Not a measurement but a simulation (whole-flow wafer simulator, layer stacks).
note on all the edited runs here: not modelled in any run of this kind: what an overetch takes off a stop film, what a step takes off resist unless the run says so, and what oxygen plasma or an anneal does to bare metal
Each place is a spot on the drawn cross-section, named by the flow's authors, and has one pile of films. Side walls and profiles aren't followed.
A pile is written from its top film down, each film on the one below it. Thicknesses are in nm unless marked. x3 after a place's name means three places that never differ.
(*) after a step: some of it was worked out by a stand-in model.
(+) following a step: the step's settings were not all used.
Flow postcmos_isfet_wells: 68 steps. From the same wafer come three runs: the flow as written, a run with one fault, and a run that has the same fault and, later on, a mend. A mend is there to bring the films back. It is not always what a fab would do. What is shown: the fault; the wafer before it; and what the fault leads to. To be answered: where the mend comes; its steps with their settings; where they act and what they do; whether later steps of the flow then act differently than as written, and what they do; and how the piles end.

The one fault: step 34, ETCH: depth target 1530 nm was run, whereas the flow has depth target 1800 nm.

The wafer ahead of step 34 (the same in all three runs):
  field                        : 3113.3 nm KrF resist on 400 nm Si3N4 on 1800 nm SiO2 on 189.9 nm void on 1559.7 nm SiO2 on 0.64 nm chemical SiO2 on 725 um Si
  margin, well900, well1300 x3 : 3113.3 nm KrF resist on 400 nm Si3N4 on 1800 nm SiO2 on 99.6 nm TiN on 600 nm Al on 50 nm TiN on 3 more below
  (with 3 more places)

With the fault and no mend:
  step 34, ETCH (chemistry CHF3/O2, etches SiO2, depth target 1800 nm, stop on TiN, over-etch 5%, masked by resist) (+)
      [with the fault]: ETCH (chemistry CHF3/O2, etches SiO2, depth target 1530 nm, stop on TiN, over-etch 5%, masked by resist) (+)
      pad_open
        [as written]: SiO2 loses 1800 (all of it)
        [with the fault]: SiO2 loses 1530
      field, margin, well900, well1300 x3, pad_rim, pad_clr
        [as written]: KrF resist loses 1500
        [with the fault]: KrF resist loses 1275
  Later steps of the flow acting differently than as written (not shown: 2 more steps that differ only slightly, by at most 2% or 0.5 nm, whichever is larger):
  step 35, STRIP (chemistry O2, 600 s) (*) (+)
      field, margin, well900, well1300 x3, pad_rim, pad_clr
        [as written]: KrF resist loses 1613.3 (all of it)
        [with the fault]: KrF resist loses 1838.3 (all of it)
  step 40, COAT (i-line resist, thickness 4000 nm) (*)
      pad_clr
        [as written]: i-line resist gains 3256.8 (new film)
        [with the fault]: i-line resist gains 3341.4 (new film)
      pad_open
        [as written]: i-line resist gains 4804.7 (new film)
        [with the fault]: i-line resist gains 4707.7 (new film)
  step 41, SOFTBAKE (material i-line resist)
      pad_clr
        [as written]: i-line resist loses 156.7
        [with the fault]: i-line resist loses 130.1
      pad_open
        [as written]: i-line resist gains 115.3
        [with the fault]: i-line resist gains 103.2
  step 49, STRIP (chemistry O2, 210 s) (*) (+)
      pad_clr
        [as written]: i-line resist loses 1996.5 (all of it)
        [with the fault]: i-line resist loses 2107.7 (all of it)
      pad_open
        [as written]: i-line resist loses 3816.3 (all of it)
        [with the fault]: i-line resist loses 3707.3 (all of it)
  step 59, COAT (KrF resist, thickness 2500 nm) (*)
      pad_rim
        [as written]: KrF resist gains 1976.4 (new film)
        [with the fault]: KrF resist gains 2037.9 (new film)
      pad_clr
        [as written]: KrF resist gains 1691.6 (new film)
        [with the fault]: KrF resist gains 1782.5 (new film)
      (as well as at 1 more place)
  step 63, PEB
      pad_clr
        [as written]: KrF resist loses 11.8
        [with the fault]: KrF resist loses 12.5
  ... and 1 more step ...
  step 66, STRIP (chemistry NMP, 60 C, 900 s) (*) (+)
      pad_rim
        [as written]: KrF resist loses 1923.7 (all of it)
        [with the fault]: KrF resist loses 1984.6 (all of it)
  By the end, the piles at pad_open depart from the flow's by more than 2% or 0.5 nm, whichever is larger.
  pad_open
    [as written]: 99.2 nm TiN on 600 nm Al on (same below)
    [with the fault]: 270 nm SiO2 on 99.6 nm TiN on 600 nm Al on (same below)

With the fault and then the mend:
  The mend follows step 34.
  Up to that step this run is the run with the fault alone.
  step 34a, ETCH (chemistry CHF3/O2, etches SiO2, depth target 270 nm, stop on TiN, over-etch 5%, masked by resist) (a further turn of the flow's step 34, with different settings)
      field, margin, well900, well1300 x3, pad_rim, pad_clr
        KrF resist loses 225
      pad_open
        SiO2 loses 270 (all of it)
  Later steps of the flow that are run all act as written at every place that is followed.
  The piles end the same as the flow's at every place that both follow.
